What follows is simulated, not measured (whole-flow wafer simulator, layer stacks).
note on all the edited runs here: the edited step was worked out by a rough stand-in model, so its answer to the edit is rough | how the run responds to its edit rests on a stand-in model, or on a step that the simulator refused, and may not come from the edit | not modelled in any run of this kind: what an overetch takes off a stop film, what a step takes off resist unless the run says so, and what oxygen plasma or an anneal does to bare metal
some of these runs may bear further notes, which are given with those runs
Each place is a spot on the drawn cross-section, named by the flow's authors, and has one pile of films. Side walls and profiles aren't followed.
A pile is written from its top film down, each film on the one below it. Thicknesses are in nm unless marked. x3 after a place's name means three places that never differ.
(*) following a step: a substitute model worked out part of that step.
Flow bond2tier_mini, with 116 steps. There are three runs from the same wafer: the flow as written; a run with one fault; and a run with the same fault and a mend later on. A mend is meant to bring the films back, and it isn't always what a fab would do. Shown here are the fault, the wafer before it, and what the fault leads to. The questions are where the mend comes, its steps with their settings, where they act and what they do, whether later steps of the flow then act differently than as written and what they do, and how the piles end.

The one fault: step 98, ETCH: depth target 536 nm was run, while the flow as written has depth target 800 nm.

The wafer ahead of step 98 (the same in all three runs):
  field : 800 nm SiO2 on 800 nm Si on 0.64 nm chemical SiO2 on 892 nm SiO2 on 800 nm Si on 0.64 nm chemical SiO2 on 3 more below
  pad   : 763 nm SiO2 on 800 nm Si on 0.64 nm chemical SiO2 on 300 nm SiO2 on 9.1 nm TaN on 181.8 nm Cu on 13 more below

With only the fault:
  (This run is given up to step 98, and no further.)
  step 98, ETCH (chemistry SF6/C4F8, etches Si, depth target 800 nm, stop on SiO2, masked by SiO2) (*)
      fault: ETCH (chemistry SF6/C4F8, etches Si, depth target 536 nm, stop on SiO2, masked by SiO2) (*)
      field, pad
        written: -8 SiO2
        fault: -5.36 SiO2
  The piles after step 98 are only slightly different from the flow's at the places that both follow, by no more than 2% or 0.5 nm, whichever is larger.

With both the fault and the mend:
  After step 98 comes the mend.
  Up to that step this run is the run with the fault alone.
  step 98a, ETCH (chemistry SF6/C4F8, etches Si, depth target 264 nm, stop on SiO2, masked by SiO2) (*) (a further turn of the flow's step 98, with different settings)
      field, pad
        -2.64 SiO2
  None of the later steps of the flow acts differently than as written at any place that is followed.
  The piles end the same as the flow's at every place that both follow.
